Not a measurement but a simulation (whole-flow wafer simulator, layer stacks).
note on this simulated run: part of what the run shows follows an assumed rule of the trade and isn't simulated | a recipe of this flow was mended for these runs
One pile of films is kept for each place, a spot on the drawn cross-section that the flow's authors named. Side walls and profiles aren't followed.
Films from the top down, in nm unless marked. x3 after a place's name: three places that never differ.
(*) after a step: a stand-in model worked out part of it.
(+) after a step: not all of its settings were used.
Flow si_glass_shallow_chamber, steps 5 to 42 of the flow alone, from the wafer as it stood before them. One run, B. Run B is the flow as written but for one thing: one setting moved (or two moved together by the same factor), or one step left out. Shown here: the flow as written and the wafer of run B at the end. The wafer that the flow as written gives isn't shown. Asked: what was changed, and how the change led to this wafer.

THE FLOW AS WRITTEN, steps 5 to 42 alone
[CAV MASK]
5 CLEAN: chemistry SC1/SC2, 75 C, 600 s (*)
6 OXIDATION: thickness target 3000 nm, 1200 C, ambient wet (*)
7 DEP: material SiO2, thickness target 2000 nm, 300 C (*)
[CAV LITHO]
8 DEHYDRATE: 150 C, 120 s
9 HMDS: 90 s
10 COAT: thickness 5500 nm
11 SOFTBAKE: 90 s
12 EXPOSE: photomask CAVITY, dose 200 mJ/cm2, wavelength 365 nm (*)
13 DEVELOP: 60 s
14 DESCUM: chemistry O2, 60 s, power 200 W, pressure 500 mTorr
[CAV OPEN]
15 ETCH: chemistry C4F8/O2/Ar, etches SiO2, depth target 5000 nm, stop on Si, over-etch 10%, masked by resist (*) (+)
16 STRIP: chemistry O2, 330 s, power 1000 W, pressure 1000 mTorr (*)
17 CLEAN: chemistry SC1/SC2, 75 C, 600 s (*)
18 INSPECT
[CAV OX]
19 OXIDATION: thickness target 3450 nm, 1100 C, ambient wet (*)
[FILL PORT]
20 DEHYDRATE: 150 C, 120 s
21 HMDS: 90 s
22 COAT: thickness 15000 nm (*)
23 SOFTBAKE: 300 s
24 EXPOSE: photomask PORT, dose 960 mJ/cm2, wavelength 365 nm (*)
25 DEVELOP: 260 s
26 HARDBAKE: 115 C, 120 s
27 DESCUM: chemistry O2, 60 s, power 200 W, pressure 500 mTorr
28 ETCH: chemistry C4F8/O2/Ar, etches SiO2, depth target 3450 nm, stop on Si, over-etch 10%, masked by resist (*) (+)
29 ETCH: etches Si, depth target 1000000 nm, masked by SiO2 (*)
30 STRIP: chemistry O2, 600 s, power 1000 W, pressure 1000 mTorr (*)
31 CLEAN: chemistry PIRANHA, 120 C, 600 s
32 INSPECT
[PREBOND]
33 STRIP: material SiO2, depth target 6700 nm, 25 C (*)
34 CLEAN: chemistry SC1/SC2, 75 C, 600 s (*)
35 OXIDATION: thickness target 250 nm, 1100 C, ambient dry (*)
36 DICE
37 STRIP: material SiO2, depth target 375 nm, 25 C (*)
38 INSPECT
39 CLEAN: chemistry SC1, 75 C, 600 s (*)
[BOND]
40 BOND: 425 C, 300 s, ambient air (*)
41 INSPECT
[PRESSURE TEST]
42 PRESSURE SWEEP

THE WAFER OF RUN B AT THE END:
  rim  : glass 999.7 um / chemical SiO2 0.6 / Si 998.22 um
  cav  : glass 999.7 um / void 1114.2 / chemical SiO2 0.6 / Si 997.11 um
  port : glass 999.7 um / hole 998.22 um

The cause: step 6, OXIDATION: thickness target 2550 nm was run, where the flow has thickness target 3000 nm.

How the change led to this, step by step:
  6 OXIDATION: thickness target 3000 nm, 1200 C, ambient wet (*)
      rim, ramp, cav, port, septum, ring: SiO2 +2550 (new film), chemical SiO2 -0.6 (all of it), Si -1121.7 (as written it would be: SiO2 +3000 (new film), chemical SiO2 -0.6 (all of it), Si -1319.7)
  15 ETCH: chemistry C4F8/O2/Ar, etches SiO2, depth target 5000 nm, stop on Si, over-etch 10%, masked by resist (*) (+)
      rim, ramp, septum, ring: thick-i-line-resist -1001 (as written it would be: thick-i-line-resist -1100)
      cav, port: SiO2 -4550 (all of it), Si -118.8 (as written it would be: SiO2 -5000 (all of it), Si -62.5)
  16 STRIP: chemistry O2, 330 s, power 1000 W, pressure 1000 mTorr (*)
      rim, ramp, septum, ring: thick-i-line-resist -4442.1 (all of it) (as written it would be: thick-i-line-resist -4343.1 (all of it))
  19 OXIDATION: thickness target 3450 nm, 1100 C, ambient wet (*)
      rim, ramp, septum, ring: SiO2 +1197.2, Si -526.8 (as written it would be: SiO2 +1110.9, Si -488.8)
  22 COAT: thickness 15000 nm (*)
      rim: thick-i-line-resist +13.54 um (new film) (as written it would be: thick-i-line-resist +13.4 um (new film))
      ramp: thick-i-line-resist +13.08 um (new film) (as written it would be: thick-i-line-resist +12.89 um (new film))
      (and at 4 more places)
  23 SOFTBAKE: 300 s
      rim: thick-i-line-resist -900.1 (as written it would be: thick-i-line-resist -997)
      ramp: thick-i-line-resist -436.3 (as written it would be: thick-i-line-resist -487.1)
      (and at 4 more places)
  25 DEVELOP: 260 s
      port: thick-i-line-resist -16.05 um (all of it) (as written it would be: thick-i-line-resist -16.16 um (all of it))
  26 HARDBAKE: 115 C, 120 s
      rim, ramp: thick-i-line-resist -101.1 (as written it would be: thick-i-line-resist -98.2)
  29 ETCH: etches Si, depth target 1000000 nm, masked by SiO2 (*)
      rim, ramp: thick-i-line-resist -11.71 um (all of it), SiO2 -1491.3 (as written it would be: thick-i-line-resist -11.47 um (all of it), SiO2 -1617.3)
      port: hole +997.19 um (new film), Si -997.19 um (all of it) (as written it would be: hole +997.05 um (new film), Si -997.05 um (all of it))
      (and at 2 more places)
  30 STRIP: chemistry O2, 600 s, power 1000 W, pressure 1000 mTorr (*)
      cav: thick-i-line-resist -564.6 (all of it) (as written it would be: thick-i-line-resist -669.6 (all of it))
  33 STRIP: material SiO2, depth target 6700 nm, 25 C (*)
      rim, ramp: SiO2 -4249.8 (all of it) (as written it would be: SiO2 -4487.5 (all of it))
      septum: SiO2 -5379.4 (all of it) (as written it would be: SiO2 -5732.1 (all of it))
      (and at 1 more place)
